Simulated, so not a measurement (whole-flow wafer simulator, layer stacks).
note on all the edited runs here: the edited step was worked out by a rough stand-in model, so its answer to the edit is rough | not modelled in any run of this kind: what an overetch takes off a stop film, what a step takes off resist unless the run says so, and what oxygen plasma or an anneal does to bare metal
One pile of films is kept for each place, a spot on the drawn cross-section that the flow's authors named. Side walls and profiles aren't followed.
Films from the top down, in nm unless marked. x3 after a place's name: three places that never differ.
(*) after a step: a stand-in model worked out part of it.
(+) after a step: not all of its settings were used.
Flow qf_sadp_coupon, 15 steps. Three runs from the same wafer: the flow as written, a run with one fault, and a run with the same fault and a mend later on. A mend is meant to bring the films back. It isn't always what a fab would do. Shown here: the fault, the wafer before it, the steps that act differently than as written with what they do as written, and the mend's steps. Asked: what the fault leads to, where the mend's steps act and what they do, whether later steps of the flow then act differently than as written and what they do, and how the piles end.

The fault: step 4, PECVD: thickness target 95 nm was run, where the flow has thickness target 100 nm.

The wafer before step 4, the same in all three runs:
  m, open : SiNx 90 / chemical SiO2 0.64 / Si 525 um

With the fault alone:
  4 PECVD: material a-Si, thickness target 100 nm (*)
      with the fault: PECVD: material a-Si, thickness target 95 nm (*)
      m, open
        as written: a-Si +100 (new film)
        with the fault: a-Si +95 (new film)
  Later steps of the flow that act differently than as written:
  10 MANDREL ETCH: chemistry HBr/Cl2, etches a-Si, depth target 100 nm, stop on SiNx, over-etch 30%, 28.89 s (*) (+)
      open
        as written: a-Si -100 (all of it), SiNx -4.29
        with the fault: a-Si -95 (all of it), SiNx -5
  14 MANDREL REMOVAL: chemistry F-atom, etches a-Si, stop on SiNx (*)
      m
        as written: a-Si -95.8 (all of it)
        with the fault: a-Si -90.8 (all of it)
  At the end the piles differ from the flow's only slightly at the places that both follow, by at most 2% or 0.5 nm, whichever is larger.

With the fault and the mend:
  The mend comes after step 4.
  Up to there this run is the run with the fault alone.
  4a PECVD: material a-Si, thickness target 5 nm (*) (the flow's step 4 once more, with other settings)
      m, open
        a-Si +5
  No later step of the flow acts differently than as written at any place that is followed.
  At the end the piles are the same as the flow's at every place that both follow.
